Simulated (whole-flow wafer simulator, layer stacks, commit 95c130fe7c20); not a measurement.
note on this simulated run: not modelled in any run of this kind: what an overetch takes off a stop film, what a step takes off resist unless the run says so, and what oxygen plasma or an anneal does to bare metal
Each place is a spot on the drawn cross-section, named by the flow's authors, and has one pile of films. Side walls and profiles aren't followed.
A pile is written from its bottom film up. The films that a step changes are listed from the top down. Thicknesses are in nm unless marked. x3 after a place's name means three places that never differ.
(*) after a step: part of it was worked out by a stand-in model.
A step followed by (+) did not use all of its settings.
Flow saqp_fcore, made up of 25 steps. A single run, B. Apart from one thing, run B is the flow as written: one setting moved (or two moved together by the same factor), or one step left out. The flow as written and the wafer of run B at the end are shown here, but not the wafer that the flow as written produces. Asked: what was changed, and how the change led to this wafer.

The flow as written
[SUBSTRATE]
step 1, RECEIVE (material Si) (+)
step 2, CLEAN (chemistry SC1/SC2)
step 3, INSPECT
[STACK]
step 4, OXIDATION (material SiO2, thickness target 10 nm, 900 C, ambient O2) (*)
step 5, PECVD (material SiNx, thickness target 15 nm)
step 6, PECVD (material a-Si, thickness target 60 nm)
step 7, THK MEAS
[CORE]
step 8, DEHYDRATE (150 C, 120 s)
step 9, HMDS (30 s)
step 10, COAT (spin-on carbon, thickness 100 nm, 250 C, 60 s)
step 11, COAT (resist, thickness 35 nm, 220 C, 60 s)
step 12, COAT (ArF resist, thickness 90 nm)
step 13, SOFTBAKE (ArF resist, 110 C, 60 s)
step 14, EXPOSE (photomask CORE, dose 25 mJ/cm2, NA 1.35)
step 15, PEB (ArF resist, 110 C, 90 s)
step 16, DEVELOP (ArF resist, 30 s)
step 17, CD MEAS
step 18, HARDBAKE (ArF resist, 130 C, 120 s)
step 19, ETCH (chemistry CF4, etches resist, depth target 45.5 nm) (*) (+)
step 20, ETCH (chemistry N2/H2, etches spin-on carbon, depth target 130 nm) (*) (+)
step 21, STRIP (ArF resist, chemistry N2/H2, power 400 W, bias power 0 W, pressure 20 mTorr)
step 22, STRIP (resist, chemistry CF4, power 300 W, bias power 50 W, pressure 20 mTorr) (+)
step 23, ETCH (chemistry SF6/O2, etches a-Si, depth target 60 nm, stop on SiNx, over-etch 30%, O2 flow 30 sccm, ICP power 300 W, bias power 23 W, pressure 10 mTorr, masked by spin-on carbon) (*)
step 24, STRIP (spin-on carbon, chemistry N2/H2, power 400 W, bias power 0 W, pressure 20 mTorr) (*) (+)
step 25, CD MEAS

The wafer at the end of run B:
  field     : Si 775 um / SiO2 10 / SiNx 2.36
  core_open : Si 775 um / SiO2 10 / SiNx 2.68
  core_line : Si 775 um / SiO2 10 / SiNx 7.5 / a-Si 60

What caused this: step 5, PECVD: thickness target 7.5 nm was run, whereas the flow has thickness target 15 nm.
The wafer itself shows it: core_line has SiNx 7.5, and step 5 as written asks for 15 nm.

Step by step, how the change led to this:
  step 5, PECVD (material SiNx, thickness target 15 nm)
      field, core_open, core_line: +7.5 SiNx (new film) (as written it would have been: +15 SiNx (new film))
